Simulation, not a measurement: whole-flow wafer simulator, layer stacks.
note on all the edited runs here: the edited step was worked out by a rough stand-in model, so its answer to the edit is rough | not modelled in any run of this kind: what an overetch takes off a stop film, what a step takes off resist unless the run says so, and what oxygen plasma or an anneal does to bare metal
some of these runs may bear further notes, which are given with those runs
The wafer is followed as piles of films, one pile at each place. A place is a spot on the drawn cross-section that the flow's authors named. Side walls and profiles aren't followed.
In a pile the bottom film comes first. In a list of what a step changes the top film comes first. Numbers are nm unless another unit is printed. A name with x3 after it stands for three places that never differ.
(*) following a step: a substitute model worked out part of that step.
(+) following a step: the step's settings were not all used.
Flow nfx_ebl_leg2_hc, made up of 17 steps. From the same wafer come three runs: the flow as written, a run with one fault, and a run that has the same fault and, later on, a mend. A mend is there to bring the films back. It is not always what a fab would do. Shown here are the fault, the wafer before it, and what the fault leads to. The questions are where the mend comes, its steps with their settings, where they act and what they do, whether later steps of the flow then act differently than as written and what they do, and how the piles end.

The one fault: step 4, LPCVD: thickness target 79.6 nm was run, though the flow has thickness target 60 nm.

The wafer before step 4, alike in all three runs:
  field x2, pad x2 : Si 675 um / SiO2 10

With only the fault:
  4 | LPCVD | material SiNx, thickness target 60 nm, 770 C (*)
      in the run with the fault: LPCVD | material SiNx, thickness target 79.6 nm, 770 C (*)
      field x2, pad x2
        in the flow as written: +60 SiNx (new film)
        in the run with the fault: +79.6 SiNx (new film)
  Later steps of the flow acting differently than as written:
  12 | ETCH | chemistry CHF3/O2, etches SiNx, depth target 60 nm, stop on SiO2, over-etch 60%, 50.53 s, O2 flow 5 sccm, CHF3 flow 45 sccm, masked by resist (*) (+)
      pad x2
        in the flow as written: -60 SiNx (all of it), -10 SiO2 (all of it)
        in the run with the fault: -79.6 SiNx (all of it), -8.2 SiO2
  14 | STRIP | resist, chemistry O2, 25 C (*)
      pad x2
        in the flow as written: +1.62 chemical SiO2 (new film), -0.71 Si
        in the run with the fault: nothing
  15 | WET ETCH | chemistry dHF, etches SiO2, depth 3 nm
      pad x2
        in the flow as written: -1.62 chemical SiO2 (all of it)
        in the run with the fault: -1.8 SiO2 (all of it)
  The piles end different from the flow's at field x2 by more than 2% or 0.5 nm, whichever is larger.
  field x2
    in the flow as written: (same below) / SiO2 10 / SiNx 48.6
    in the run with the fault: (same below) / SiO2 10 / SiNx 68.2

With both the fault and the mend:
  The mend stands after step 5.
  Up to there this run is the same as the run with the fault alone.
  5a | ETCH | chemistry h3po4, depth target 19.6 nm
      field x2, pad x2
        -19.6 SiNx
  None of the later steps of the flow acts differently than as written at any place that is followed.
  The piles end the same as the flow's at every place that both follow.
